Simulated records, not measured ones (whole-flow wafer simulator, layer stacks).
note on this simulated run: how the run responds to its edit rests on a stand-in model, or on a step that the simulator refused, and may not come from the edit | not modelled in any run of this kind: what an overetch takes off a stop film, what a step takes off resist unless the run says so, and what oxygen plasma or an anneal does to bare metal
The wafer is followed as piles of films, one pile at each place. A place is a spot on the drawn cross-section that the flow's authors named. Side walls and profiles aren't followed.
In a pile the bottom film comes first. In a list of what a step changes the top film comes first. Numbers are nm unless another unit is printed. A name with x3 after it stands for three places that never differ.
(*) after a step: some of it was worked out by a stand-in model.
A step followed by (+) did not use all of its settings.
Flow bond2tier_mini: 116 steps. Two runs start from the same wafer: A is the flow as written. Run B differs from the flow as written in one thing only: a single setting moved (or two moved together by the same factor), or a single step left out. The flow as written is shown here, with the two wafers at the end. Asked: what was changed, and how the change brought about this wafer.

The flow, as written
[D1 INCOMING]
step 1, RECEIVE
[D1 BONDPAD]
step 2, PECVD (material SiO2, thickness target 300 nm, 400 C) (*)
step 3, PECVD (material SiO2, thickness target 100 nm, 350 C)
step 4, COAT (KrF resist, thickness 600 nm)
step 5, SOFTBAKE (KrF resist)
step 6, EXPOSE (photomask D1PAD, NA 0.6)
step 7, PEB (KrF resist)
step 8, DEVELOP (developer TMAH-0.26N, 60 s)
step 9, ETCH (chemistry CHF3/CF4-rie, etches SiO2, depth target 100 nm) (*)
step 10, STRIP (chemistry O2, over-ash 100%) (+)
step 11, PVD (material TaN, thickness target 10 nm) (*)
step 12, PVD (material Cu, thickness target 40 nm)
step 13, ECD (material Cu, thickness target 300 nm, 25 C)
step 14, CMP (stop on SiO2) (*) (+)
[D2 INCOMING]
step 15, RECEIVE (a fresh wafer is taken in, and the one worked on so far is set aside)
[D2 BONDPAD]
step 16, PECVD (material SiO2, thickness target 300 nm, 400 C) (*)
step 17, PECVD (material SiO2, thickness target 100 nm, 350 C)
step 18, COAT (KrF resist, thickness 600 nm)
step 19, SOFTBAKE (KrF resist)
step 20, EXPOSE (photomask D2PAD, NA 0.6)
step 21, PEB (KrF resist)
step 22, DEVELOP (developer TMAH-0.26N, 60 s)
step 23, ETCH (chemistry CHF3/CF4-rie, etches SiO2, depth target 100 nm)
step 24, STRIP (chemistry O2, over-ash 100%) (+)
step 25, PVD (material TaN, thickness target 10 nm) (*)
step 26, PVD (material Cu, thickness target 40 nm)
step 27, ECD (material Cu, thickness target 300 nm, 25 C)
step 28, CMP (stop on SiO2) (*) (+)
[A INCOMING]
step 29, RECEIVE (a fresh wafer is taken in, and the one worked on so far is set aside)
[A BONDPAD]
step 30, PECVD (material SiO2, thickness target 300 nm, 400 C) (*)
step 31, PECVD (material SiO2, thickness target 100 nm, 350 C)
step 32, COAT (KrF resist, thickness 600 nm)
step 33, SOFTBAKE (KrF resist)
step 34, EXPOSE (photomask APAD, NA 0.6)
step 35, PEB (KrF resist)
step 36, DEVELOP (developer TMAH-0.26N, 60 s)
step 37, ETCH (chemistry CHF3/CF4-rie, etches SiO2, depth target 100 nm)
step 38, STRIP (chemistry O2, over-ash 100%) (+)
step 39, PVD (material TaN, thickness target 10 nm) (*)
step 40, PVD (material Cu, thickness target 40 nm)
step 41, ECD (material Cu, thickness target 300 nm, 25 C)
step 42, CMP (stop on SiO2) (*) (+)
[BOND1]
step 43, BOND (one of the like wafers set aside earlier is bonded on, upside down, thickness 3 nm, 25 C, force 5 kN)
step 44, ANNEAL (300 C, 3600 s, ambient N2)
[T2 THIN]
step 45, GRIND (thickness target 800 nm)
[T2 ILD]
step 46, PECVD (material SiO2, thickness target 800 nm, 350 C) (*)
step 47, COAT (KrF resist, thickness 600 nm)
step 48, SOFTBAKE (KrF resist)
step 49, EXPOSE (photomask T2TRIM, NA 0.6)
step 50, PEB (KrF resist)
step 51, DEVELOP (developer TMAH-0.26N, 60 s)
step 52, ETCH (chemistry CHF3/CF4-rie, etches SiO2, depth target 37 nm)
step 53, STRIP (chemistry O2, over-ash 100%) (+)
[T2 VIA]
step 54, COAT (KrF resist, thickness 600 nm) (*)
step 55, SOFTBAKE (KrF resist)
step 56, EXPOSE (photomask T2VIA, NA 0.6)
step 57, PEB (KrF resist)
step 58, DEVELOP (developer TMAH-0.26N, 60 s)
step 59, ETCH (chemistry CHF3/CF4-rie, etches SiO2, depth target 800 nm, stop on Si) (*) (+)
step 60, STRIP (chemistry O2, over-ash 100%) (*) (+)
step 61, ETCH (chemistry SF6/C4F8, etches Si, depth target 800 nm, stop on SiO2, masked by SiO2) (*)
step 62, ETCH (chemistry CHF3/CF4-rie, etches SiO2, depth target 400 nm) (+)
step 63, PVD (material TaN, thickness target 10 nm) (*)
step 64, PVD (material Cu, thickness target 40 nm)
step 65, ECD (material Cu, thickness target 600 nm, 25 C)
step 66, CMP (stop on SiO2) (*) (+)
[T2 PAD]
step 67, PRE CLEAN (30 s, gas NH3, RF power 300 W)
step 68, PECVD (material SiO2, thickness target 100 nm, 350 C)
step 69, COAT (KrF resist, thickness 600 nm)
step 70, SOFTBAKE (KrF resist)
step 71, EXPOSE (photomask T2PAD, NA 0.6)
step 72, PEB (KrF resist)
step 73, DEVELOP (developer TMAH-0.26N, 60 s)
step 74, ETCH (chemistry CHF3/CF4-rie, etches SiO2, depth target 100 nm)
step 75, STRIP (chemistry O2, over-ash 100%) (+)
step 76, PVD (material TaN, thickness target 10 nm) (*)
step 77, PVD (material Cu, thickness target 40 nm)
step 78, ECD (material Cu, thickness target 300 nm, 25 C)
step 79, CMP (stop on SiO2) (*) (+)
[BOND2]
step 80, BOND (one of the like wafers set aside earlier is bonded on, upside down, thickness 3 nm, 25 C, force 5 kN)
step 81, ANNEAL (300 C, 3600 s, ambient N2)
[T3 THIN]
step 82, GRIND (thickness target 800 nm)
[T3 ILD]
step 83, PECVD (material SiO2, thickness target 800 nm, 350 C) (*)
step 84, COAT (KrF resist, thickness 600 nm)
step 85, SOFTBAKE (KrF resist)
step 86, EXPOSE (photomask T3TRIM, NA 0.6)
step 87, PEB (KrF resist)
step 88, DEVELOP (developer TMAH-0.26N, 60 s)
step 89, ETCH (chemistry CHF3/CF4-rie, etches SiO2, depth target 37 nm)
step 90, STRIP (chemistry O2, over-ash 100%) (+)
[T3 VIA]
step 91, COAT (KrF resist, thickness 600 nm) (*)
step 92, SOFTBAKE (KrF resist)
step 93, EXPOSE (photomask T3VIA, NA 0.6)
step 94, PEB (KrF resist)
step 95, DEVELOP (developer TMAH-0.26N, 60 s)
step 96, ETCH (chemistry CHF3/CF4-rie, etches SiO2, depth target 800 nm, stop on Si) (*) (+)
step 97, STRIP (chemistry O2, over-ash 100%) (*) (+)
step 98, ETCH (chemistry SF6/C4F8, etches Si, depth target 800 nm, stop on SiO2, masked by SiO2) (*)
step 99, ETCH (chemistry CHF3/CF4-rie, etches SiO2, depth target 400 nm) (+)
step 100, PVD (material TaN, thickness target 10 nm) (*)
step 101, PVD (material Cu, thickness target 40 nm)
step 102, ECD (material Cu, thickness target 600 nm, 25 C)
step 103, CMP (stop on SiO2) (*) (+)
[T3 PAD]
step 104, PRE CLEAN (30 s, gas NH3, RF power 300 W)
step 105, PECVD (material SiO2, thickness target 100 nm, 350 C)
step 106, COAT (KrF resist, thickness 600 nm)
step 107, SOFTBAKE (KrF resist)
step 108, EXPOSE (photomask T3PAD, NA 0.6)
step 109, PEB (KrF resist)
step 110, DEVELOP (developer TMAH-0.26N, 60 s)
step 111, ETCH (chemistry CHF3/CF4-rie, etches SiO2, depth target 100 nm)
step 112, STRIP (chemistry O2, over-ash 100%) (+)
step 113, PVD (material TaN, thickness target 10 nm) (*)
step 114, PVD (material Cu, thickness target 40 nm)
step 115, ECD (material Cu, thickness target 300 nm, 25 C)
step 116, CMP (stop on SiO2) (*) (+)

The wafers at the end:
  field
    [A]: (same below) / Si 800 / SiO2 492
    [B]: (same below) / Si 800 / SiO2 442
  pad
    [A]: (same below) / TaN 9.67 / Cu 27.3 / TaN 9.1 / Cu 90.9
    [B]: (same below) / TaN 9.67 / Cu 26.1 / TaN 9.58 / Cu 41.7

What caused this: step 105, PECVD: thickness target 50 nm was run, while the flow as written has thickness target 100 nm.

Step by step, how the change led to this:
  step 105, PECVD (material SiO2, thickness target 100 nm, 350 C)
      field: A SiO2 gains 100 | B SiO2 gains 50
      pad: A SiO2 gains 100 (new film) | B SiO2 gains 50 (new film)
  step 111, ETCH (chemistry CHF3/CF4-rie, etches SiO2, depth target 100 nm)
      pad: A SiO2 loses 100 (all of it) | B SiO2 loses 50 (all of it), Cu loses 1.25
      field: A KrF resist loses 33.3 | B KrF resist loses 25
  step 114, PVD (material Cu, thickness target 40 nm)
      pad: A Cu gains 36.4 (new film) | B Cu gains 38.1 (new film)
  step 115, ECD (material Cu, thickness target 300 nm, 25 C)
      pad: A Cu gains 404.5 | B Cu gains 353.5
